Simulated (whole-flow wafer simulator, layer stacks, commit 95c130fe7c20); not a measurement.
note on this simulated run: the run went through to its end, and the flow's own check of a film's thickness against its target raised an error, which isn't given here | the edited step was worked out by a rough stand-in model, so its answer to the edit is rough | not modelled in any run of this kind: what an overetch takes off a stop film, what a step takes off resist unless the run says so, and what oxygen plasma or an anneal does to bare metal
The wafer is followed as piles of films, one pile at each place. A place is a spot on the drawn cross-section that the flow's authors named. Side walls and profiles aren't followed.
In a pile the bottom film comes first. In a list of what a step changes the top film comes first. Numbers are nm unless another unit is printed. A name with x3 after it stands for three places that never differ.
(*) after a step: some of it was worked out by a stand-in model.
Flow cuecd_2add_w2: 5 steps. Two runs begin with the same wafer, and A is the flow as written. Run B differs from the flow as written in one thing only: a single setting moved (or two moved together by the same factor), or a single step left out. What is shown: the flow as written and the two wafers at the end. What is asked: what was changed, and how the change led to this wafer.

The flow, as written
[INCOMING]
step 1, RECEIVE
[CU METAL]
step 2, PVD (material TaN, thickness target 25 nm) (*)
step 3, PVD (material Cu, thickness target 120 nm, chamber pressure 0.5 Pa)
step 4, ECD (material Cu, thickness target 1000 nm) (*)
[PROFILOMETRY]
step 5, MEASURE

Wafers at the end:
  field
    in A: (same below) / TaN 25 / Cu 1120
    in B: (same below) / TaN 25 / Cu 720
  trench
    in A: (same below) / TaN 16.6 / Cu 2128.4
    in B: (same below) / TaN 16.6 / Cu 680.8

Cause: step 4, ECD: thickness target 600 nm was run, while the flow as written has thickness target 1000 nm.

Step by step, how the change led to this:
  step 4, ECD (material Cu, thickness target 1000 nm) (*)
      field: A Cu gains 1000 | B Cu gains 600
      trench: A Cu gains 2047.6 | B Cu gains 600
